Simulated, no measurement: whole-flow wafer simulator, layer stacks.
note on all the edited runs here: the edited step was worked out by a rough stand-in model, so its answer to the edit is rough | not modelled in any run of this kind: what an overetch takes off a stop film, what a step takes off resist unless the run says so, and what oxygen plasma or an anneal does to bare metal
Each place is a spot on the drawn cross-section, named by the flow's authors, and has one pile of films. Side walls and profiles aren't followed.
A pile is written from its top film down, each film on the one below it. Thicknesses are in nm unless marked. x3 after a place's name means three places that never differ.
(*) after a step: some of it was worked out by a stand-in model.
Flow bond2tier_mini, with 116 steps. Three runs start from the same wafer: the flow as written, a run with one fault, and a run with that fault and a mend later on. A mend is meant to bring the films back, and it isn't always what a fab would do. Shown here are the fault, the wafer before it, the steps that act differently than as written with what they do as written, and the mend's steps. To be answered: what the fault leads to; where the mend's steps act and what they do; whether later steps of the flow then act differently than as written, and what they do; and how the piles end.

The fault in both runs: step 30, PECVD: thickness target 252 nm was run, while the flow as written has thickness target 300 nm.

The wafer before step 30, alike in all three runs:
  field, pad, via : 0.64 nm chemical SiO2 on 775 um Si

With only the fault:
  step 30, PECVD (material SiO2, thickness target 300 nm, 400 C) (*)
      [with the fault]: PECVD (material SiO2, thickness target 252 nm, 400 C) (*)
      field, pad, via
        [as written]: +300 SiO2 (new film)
        [with the fault]: +252 SiO2 (new film)
  Every later step of the flow that is run acts as written at every place that is followed.
  At field, pad, the piles at the end differ from the flow's by more than 2% or 0.5 nm, whichever is larger.
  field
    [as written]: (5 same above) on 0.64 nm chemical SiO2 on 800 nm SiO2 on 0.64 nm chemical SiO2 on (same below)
    [with the fault]: (5 same above) on 0.64 nm chemical SiO2 on 752 nm SiO2 on 0.64 nm chemical SiO2 on (same below)
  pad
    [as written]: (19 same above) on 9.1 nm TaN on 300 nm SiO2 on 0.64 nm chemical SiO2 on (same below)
    [with the fault]: (19 same above) on 9.1 nm TaN on 252 nm SiO2 on 0.64 nm chemical SiO2 on (same below)

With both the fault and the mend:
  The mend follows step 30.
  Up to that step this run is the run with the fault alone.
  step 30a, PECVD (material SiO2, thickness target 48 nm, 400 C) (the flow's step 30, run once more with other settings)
      field, pad, via
        +48 SiO2
  Every later step of the flow that is run acts as written at every place that is followed.
  By the end, the piles equal the flow's at every place that both follow.
